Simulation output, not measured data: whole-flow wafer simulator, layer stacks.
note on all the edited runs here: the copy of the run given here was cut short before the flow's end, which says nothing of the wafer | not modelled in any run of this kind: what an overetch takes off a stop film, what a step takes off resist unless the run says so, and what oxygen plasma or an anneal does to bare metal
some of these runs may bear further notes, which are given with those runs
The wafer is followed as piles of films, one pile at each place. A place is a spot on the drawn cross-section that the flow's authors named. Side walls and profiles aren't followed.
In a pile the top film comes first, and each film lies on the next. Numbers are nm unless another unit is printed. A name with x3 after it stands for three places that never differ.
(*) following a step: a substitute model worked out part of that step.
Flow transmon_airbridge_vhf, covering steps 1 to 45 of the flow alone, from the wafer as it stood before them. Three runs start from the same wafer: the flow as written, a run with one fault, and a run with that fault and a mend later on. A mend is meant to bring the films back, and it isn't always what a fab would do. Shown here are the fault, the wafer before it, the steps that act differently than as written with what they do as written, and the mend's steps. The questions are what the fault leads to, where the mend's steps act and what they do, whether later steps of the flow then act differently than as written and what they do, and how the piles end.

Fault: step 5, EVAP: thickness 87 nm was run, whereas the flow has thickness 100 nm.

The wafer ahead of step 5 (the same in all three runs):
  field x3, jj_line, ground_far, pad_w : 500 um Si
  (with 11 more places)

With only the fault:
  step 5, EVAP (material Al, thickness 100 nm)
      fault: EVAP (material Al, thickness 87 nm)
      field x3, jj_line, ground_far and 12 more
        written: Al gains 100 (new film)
        fault: Al gains 87 (new film)
  Later steps of the flow acting differently than as written (not shown: 19 more steps that differ only slightly, by at most 2% or 0.5 nm, whichever is larger):
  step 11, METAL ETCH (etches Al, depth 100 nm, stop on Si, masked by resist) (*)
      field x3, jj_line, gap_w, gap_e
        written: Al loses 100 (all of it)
        fault: Al loses 87 (all of it)
  At ground_far, pad_w, flank_w and 8 more, the piles at the end differ from the flow's by more than 2% or 0.5 nm, whichever is larger.
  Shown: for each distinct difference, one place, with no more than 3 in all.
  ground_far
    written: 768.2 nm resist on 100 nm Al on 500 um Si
    fault: 768.2 nm resist on 87 nm Al on 500 um Si
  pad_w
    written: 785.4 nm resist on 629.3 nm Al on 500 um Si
    fault: 785.3 nm resist on 616.3 nm Al on 500 um Si
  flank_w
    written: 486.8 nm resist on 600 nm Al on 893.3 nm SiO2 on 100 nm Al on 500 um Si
    fault: 488.3 nm resist on 600 nm Al on 893.3 nm SiO2 on 87 nm Al on 500 um Si

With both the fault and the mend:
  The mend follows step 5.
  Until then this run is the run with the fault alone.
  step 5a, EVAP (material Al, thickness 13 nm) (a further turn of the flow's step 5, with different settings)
      field x3, jj_line, ground_far and 12 more
        Al gains 13
  Every later step of the flow that is run acts as written at every place that is followed.
  At every place that both follow, the piles at the end match the flow's.
